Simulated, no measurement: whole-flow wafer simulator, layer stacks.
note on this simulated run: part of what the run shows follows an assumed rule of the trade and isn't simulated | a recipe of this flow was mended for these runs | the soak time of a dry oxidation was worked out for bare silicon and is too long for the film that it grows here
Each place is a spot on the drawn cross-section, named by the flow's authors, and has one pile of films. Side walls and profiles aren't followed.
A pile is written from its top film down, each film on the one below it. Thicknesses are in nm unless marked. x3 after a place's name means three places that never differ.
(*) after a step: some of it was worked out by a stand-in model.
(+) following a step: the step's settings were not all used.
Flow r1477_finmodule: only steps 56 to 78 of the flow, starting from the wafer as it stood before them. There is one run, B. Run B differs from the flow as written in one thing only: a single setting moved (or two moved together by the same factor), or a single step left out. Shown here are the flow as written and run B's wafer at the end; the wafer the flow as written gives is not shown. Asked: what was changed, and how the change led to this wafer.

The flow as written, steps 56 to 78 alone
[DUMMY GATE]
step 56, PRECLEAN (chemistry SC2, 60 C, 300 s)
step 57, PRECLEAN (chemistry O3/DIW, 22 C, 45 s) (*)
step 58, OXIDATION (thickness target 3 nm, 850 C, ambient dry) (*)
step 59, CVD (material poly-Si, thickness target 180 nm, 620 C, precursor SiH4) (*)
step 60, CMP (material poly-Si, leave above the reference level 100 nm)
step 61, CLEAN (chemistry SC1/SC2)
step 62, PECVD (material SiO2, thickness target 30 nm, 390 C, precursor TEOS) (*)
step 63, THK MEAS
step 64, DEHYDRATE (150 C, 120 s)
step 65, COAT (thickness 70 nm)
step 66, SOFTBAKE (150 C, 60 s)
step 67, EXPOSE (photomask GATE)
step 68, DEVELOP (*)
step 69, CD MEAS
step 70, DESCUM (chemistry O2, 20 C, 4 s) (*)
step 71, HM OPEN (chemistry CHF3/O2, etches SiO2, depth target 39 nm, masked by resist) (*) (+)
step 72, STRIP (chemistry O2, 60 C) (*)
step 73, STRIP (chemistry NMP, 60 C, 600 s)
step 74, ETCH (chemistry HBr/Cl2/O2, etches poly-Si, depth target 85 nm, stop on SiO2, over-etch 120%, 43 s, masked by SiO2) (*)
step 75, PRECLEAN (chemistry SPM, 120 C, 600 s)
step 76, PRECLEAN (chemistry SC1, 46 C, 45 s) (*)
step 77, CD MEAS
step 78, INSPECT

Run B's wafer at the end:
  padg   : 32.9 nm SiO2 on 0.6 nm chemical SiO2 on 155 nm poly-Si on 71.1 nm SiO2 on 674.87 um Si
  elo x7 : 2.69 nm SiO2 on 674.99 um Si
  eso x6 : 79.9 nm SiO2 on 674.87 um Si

The reason: step 62, PECVD: thickness target 40.4 nm was run, while the flow as written has thickness target 30 nm.

The path from the change to this, step by step:
  step 62, PECVD (material SiO2, thickness target 30 nm, 390 C, precursor TEOS) (*)
      pad, padg, elg x7 and 27 more: SiO2 gains 40.4 (new film) (in the flow as written it would be: SiO2 gains 30 (new film))
  step 71, HM OPEN (chemistry CHF3/O2, etches SiO2, depth target 39 nm, masked by resist) (*) (+)
      pad, elo x7, eso x6, e200so, s40co x3: SiO2 loses 39 (in the flow as written it would be: SiO2 loses 30 (all of it), chemical SiO2 loses 0.6 (all of it), poly-Si loses 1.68)
  step 72, STRIP (chemistry O2, 60 C) (*)
      pad, elo x7, eso x6, e200so, s40co x3: nothing (in the flow as written it would be: chemical SiO2 gains 1.12 (new film), poly-Si loses 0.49)
  step 74, ETCH (chemistry HBr/Cl2/O2, etches poly-Si, depth target 85 nm, stop on SiO2, over-etch 120%, 43 s, masked by SiO2) (*)
      eso x6, e200so, s40co x3: SiO2 loses 1.4 (all of it), chemical SiO2 loses 0.6 (all of it), poly-Si loses 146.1 (all of it), SiO2 loses 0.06 (in the flow as written it would be: chemical SiO2 loses 1.12 (all of it), poly-Si loses 143.9 (all of it), SiO2 loses 0.22)
      elo x7: SiO2 loses 1.4 (all of it), chemical SiO2 loses 0.6 (all of it), poly-Si loses 99.7 (all of it), SiO2 loses 0.3 (in the flow as written it would be: chemical SiO2 loses 1.12 (all of it), poly-Si loses 97.6 (all of it), SiO2 loses 0.45)
      (also at 1 further place)
